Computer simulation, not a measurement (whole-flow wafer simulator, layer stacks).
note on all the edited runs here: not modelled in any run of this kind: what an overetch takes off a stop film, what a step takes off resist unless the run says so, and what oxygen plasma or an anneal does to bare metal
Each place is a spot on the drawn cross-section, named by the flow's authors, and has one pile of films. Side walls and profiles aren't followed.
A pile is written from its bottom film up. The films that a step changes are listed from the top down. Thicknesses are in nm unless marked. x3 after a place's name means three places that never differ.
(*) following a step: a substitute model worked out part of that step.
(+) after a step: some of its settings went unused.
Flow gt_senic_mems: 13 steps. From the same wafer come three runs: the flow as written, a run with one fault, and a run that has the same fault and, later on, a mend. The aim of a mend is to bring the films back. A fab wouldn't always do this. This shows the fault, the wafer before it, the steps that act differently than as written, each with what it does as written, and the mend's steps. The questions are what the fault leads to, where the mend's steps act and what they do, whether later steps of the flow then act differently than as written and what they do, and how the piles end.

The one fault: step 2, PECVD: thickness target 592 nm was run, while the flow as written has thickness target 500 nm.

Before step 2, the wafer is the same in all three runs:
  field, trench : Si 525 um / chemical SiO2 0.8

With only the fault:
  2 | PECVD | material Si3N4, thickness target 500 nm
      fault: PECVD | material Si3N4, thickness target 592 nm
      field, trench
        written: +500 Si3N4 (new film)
        fault: +592 Si3N4 (new film)
  Later steps of the flow acting differently than as written (1 other step is not shown; it differs only slightly, by no more than 2% or 0.5 nm, whichever is larger):
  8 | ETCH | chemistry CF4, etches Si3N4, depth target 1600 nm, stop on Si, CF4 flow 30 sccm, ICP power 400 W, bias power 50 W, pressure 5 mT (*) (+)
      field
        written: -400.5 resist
        fault: -461.9 resist
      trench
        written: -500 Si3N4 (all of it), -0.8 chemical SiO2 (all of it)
        fault: -592 Si3N4 (all of it), -0.8 chemical SiO2 (all of it)
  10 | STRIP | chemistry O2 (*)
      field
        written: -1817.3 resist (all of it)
        fault: -1756 resist (all of it)
  The piles end different from the flow's at field by more than 2% or 0.5 nm, whichever is larger.
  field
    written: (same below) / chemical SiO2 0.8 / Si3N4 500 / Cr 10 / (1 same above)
    fault: (same below) / chemical SiO2 0.8 / Si3N4 592 / Cr 10 / (1 same above)

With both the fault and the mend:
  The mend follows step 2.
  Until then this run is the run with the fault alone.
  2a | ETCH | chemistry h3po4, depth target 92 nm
      field, trench
        -92 Si3N4
  Every later step of the flow that is run acts as written at every place that is followed.
  The piles end the same as the flow's at every place that both follow.
